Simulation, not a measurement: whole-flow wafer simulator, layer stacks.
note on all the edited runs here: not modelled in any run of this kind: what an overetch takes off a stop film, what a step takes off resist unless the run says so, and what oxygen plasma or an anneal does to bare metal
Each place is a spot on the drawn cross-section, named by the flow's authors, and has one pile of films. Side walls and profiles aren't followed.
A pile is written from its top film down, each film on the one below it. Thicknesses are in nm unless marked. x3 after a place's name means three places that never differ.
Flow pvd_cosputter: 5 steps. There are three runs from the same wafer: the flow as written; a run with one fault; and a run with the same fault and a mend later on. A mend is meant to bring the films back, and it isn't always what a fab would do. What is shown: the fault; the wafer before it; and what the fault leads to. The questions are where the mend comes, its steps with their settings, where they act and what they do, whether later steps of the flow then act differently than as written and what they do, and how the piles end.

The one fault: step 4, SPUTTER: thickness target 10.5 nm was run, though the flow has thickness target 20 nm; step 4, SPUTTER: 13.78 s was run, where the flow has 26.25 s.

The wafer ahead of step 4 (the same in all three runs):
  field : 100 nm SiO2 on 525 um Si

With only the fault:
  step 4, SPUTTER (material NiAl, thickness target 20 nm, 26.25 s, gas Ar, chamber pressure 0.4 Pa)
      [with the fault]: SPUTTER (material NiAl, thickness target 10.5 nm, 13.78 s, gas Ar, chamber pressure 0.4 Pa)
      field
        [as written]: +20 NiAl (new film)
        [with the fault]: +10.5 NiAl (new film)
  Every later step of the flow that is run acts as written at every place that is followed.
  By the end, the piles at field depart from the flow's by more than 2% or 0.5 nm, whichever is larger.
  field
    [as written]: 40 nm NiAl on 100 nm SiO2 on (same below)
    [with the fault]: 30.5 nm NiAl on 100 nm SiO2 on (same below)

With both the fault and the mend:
  The mend stands after step 4.
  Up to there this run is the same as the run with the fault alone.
  step 4a, SPUTTER (material NiAl, thickness target 9.5 nm, 12.47 s, gas Ar, chamber pressure 0.4 Pa) (a further turn of the flow's step 4, with different settings)
      field
        +9.5 NiAl
  Every later step of the flow that is run acts as written at every place that is followed.
  By the end, the piles equal the flow's at every place that both follow.
